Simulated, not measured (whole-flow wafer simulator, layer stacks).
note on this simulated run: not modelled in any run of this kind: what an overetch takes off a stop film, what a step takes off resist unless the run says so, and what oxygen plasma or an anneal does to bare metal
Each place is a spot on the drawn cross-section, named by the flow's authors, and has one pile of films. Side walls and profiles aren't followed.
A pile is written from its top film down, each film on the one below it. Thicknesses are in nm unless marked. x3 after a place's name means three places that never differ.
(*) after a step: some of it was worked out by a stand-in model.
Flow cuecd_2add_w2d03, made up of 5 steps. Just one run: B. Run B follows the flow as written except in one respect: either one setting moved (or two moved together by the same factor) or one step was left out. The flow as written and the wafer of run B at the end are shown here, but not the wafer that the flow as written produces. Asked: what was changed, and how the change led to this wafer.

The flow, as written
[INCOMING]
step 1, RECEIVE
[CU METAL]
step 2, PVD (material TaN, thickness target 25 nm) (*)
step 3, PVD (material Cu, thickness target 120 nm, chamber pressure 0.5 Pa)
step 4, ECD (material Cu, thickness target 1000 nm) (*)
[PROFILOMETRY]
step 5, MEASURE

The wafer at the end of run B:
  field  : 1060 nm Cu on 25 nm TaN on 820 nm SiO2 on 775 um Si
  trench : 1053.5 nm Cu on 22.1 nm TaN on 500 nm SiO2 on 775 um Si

Cause: step 3, PVD: thickness target 60 nm was run, though the flow has thickness target 120 nm.

The path from the change to this, step by step:
  step 3, PVD (material Cu, thickness target 120 nm, chamber pressure 0.5 Pa)
      field: Cu gains 60 (new film) (as written it would have been: Cu gains 120 (new film))
      trench: Cu gains 53.5 (new film) (as written it would have been: Cu gains 107.2 (new film))
